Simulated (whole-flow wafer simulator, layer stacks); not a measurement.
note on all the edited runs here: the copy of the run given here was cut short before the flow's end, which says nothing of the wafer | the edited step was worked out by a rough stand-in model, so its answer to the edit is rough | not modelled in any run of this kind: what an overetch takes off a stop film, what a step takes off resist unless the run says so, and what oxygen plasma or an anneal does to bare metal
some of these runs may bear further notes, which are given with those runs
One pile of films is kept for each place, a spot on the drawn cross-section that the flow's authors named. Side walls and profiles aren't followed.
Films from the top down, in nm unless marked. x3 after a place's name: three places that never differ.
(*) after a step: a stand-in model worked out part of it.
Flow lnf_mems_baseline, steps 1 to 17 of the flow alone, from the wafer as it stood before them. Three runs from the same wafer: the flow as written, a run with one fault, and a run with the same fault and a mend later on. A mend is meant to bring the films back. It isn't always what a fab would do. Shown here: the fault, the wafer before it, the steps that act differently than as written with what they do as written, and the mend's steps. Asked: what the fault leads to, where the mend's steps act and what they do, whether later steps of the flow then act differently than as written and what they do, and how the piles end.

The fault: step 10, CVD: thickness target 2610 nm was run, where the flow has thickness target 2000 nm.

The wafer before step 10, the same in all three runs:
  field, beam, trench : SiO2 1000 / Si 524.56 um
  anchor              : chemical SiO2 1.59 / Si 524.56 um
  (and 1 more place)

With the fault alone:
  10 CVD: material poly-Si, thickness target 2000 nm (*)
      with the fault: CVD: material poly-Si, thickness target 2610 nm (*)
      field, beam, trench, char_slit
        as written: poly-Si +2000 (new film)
        with the fault: poly-Si +2610 (new film)
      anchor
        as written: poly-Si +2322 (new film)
        with the fault: poly-Si +3135 (new film)
  Later steps of the flow that act differently than as written (1 more step differs only slightly, by at most 2% or 0.5 nm, whichever is larger, and isn't shown):
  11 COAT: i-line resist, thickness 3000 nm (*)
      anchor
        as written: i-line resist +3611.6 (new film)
        with the fault: i-line resist +3419.7 (new film)
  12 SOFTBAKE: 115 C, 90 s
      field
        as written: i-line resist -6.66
        with the fault: i-line resist -5.65
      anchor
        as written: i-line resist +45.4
        with the fault: i-line resist +37.4
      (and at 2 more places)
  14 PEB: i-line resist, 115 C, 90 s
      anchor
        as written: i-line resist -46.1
        with the fault: i-line resist -42.6
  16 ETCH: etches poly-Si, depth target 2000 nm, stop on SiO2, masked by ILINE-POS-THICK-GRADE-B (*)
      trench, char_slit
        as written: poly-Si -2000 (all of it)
        with the fault: poly-Si -2000
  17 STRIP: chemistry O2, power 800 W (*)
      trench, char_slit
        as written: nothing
        with the fault: chemical SiO2 +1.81 (new film), poly-Si -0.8
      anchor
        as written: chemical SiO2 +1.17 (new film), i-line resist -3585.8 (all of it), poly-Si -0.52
        with the fault: chemical SiO2 +1.16 (new film), i-line resist -3389.5 (all of it), poly-Si -0.51
  At the end the piles differ from the flow's by more than 2% or 0.5 nm, whichever is larger, at field, anchor, beam, trench, char_slit.
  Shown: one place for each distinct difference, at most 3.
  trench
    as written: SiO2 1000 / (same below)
    with the fault: chemical SiO2 1.81 / poly-Si 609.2 / SiO2 1000 / (same below)
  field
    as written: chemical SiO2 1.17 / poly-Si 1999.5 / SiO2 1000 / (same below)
    with the fault: chemical SiO2 1.16 / poly-Si 2609.5 / SiO2 1000 / (same below)
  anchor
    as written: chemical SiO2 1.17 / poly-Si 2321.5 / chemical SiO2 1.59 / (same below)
    with the fault: chemical SiO2 1.16 / poly-Si 3134.5 / chemical SiO2 1.59 / (same below)

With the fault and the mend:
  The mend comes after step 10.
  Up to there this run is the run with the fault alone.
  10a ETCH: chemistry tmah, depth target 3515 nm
      field, beam, trench, char_slit
        poly-Si -2610 (all of it)
      anchor
        poly-Si -3135 (all of it)
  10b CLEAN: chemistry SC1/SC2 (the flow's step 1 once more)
      changes no film at any place that is followed
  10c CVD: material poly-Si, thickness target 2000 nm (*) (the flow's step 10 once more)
      field, beam, trench, char_slit
        poly-Si +2000 (new film)
      anchor
        poly-Si +2322 (new film)
  No later step of the flow acts differently than as written at any place that is followed.
  At the end the piles are the same as the flow's at every place that both follow.
